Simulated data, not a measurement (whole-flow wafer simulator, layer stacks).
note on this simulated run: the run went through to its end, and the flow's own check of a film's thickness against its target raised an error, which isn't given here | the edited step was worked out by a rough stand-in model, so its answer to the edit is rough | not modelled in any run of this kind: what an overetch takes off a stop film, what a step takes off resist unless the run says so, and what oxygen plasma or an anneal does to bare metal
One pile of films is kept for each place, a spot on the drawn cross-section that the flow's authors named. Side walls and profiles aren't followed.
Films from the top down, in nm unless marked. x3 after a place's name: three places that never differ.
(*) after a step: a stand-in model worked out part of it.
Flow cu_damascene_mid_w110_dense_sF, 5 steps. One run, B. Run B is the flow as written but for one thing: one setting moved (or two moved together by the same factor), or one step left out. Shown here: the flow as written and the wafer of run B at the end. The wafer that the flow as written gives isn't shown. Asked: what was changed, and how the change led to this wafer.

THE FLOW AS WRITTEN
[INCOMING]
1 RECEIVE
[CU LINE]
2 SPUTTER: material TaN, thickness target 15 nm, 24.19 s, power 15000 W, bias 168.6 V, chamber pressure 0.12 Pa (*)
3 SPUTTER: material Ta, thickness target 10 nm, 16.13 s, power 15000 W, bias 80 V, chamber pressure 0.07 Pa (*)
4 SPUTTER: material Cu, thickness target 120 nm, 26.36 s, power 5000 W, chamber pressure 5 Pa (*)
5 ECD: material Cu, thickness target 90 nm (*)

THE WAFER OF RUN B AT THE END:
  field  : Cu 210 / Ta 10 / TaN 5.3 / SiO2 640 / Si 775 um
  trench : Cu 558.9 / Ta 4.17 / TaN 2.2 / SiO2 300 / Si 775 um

The cause: step 2, SPUTTER: thickness target 5.3 nm was run, where the flow has thickness target 15 nm; step 2, SPUTTER: 8.515 s was run, where the flow has 24.19 s.
It can be read off the wafer: field has TaN 5.3, and step 2 as written asks for 15 nm.

How the change led to this, step by step:
  2 SPUTTER: material TaN, thickness target 15 nm, 24.19 s, power 15000 W, bias 168.6 V, chamber pressure 0.12 Pa (*)
      field: TaN +5.3 (new film) (as written it would be: TaN +15 (new film))
      trench: TaN +2.2 (new film) (as written it would be: TaN +6.23 (new film))
  4 SPUTTER: material Cu, thickness target 120 nm, 26.36 s, power 5000 W, chamber pressure 5 Pa (*)
      trench: Cu +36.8 (new film) (as written it would be: Cu +35.7 (new film))
